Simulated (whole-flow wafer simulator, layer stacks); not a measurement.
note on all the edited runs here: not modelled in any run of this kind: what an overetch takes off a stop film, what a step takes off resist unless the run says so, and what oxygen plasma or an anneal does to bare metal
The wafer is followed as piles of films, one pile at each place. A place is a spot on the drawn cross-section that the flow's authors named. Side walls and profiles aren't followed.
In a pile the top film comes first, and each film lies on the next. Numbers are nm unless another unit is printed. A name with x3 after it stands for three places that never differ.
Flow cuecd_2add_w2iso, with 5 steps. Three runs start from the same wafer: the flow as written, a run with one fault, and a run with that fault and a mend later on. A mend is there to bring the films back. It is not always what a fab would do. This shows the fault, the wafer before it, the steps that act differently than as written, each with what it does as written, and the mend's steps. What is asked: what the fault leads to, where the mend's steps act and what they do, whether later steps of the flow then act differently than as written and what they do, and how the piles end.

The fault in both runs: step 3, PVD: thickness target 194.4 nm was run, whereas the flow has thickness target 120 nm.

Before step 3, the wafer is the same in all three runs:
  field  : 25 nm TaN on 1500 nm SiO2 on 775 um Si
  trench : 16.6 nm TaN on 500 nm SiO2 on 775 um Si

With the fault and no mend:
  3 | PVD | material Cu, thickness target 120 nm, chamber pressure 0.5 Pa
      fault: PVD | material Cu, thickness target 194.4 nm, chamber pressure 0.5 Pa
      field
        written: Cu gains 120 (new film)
        fault: Cu gains 194.4 (new film)
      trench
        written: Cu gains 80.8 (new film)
        fault: Cu gains 130.4 (new film)
  Later steps of the flow that are run all act as written at every place that is followed, up to a difference of at most 2% or 0.5 nm, whichever is larger.
  By the end, the piles at field, trench depart from the flow's by more than 2% or 0.5 nm, whichever is larger.
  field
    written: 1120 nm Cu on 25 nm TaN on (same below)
    fault: 1194.4 nm Cu on 25 nm TaN on (same below)
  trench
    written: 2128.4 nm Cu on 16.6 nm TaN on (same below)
    fault: 2202.8 nm Cu on 16.6 nm TaN on (same below)

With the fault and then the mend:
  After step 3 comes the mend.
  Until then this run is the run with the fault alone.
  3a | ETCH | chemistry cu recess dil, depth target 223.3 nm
      field
        Cu loses 194.4 (all of it)
      trench
        Cu loses 130.4 (all of it)
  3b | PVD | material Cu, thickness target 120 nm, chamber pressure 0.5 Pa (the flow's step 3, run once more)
      field
        Cu gains 120 (new film)
      trench
        Cu gains 80.8 (new film)
  Later steps of the flow that are run all act as written at every place that is followed.
  At every place that both follow, the piles at the end match the flow's.
